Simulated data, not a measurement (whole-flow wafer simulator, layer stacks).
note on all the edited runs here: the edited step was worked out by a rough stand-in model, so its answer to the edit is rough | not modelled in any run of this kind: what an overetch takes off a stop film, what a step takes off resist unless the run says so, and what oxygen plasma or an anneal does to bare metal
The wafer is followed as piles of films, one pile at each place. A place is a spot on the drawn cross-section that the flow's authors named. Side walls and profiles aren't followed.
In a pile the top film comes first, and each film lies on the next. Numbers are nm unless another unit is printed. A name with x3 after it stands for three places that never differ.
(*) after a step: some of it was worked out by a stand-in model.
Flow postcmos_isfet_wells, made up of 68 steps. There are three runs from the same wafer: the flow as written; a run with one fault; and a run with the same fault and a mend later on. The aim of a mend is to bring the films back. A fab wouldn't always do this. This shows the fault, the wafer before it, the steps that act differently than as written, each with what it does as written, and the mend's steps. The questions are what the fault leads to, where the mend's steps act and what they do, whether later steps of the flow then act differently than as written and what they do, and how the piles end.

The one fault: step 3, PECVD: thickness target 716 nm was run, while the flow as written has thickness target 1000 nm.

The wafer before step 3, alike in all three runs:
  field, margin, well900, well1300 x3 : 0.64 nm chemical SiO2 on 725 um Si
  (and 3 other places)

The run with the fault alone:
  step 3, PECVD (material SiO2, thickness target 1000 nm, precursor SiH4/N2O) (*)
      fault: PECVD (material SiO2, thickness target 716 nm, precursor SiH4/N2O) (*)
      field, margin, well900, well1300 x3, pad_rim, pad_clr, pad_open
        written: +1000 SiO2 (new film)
        fault: +716 SiO2 (new film)
  None of the later steps of the flow acts differently than as written at any place that is followed.
  By the end, the piles at field, margin, well900, well1300 x3, pad_rim, pad_clr, pad_open depart from the flow's by more than 2% or 0.5 nm, whichever is larger.
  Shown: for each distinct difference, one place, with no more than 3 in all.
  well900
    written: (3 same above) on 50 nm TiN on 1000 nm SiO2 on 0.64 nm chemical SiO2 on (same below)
    fault: (3 same above) on 50 nm TiN on 716 nm SiO2 on 0.64 nm chemical SiO2 on (same below)
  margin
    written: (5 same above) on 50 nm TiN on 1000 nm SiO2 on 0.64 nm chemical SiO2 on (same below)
    fault: (5 same above) on 50 nm TiN on 716 nm SiO2 on 0.64 nm chemical SiO2 on (same below)
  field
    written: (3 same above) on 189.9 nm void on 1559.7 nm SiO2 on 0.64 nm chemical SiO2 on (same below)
    fault: (3 same above) on 189.9 nm void on 1275.7 nm SiO2 on 0.64 nm chemical SiO2 on (same below)

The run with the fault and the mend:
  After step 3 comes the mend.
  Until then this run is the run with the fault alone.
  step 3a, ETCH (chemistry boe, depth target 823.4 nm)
      field, margin, well900, well1300 x3, pad_rim, pad_clr, pad_open
        -716 SiO2 (all of it), -0.64 chemical SiO2 (all of it)
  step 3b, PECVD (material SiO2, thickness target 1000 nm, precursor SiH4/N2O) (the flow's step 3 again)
      field, margin, well900, well1300 x3, pad_rim, pad_clr, pad_open
        +1000 SiO2 (new film)
  None of the later steps of the flow acts differently than as written at any place that is followed.
  By the end, the piles at field, margin, well900, well1300 x3, pad_rim, pad_clr, pad_open depart from the flow's by more than 2% or 0.5 nm, whichever is larger.
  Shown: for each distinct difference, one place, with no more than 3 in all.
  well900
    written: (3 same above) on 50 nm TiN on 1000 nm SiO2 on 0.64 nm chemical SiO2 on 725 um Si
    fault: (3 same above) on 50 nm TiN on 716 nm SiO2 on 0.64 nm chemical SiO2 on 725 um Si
    mend: (3 same above) on 50 nm TiN on 1000 nm SiO2 on 725 um Si
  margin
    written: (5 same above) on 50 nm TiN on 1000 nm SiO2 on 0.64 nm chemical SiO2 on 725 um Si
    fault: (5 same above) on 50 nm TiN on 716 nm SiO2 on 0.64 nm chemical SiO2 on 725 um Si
    mend: (5 same above) on 50 nm TiN on 1000 nm SiO2 on 725 um Si
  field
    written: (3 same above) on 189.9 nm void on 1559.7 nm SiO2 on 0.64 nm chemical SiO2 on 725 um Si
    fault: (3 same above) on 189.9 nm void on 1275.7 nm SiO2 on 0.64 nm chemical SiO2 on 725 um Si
    mend: (3 same above) on 189.9 nm void on 1559.7 nm SiO2 on 725 um Si
